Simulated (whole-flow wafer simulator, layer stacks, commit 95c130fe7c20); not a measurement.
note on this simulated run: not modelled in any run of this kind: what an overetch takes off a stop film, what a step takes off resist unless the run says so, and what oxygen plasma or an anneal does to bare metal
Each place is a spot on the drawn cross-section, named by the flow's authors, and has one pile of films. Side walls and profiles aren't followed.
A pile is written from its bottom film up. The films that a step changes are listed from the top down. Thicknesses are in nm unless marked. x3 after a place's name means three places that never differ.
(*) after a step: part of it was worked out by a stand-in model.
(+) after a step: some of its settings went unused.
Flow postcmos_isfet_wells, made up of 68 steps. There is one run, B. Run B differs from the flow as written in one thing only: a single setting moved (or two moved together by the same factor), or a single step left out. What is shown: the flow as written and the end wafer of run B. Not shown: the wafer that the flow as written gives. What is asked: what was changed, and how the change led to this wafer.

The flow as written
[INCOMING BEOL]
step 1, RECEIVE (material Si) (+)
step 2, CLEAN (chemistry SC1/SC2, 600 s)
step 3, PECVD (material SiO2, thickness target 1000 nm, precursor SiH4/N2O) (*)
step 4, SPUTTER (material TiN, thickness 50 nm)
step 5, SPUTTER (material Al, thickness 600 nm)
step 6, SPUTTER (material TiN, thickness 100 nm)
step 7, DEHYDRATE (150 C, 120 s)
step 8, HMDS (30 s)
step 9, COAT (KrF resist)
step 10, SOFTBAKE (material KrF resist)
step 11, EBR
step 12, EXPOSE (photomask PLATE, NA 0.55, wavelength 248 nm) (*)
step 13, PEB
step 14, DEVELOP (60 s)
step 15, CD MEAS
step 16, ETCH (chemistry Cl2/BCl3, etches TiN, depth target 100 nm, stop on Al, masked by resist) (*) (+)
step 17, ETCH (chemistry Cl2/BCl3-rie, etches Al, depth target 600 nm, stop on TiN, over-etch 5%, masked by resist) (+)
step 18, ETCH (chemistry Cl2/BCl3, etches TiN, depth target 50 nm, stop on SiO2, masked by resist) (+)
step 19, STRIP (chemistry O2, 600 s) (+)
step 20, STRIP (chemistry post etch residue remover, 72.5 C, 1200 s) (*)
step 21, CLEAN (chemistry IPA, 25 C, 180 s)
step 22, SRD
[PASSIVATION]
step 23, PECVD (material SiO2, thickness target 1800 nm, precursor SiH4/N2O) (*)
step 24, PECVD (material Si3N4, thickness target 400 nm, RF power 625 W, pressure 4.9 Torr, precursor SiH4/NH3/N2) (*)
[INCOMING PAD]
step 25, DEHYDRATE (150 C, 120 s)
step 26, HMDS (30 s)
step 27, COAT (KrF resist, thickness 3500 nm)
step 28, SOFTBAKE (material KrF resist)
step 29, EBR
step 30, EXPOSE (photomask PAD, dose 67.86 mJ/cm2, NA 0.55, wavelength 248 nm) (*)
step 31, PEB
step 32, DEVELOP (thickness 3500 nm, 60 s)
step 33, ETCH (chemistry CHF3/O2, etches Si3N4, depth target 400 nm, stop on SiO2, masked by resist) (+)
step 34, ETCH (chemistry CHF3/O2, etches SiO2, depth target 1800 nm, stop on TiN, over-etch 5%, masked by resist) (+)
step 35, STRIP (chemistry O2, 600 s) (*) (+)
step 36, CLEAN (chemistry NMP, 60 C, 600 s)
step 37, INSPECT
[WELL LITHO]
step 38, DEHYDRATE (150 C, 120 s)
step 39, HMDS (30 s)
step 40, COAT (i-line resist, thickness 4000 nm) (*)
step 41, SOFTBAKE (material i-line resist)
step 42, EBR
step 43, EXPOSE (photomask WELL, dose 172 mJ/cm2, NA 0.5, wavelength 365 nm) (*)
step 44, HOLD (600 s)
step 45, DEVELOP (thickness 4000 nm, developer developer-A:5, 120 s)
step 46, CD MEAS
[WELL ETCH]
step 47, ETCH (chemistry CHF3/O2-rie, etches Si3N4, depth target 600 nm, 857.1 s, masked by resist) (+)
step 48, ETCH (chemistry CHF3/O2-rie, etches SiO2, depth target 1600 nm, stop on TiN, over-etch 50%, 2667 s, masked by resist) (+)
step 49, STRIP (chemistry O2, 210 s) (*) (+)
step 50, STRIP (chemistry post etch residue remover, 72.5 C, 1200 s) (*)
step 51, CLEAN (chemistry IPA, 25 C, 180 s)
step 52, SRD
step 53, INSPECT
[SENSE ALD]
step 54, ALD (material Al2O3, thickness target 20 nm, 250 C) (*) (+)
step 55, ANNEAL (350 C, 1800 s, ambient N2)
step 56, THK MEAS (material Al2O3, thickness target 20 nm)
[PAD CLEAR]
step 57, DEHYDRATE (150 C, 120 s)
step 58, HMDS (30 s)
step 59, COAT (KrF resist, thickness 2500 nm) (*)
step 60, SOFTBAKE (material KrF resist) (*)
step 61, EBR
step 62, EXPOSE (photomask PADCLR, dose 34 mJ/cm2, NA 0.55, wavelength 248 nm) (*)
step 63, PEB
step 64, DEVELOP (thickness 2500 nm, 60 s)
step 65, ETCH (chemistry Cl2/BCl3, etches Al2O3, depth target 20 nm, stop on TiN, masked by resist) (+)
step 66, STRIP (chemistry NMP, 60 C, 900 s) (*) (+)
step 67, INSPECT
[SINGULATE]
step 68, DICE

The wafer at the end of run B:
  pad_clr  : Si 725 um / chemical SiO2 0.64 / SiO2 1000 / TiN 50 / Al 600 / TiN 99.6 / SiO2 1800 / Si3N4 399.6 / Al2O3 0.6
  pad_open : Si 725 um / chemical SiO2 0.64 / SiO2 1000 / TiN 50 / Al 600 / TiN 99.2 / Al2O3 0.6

The reason: step 65, ETCH: depth target 19.4 nm was run, though the flow has depth target 20 nm.

The path from the change to this, step by step:
  step 65, ETCH (chemistry Cl2/BCl3, etches Al2O3, depth target 20 nm, stop on TiN, masked by resist) (+)
      pad_clr, pad_open: Al2O3 loses 19.4 (as written it would have been: Al2O3 loses 20 (all of it))
      field, margin, pad_rim: KrF resist loses 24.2 (as written it would have been: KrF resist loses 25)
